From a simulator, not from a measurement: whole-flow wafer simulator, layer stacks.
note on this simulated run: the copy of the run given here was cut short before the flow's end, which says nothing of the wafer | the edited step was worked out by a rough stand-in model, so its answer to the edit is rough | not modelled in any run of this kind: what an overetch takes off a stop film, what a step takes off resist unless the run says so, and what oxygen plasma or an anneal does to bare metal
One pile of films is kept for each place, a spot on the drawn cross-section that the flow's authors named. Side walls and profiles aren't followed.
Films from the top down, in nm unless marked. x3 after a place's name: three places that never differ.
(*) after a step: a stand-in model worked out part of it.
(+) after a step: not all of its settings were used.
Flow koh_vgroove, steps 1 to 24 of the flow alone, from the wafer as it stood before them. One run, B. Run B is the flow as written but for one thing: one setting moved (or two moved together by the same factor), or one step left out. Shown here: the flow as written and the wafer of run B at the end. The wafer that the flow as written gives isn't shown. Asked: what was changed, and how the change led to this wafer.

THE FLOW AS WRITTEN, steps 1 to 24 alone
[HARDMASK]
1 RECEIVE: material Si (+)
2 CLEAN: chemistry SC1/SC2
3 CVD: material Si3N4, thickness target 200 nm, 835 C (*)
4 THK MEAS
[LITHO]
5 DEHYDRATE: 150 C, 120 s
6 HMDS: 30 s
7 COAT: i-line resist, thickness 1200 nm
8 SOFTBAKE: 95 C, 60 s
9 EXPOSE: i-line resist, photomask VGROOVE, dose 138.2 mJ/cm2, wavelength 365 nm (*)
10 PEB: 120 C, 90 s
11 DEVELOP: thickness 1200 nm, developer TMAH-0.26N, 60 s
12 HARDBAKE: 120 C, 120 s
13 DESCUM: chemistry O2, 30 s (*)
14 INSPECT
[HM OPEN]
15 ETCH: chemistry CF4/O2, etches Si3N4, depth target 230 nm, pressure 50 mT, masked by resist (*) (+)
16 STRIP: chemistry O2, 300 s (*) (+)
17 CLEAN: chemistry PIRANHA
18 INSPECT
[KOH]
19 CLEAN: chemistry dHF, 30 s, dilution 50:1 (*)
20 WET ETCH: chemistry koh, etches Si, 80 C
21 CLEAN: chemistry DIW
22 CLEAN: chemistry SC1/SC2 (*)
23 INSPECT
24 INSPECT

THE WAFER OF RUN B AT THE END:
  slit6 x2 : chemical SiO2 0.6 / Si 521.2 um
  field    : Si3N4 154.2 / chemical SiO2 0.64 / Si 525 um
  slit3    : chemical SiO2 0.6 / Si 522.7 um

The cause: step 3, CVD: thickness target 155 nm was run, where the flow has thickness target 200 nm.

How the change led to this, step by step:
  3 CVD: material Si3N4, thickness target 200 nm, 835 C (*)
      field, slit3, slit2, slit6 x2: Si3N4 +155 (new film) (as written it would be: Si3N4 +200 (new film))
  15 ETCH: chemistry CF4/O2, etches Si3N4, depth target 230 nm, pressure 50 mT, masked by resist (*) (+)
      slit3, slit2, slit6 x2: Si3N4 -155 (all of it), chemical SiO2 -0.64 (all of it), Si -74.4 (as written it would be: Si3N4 -200 (all of it), chemical SiO2 -0.64 (all of it), Si -29.4)
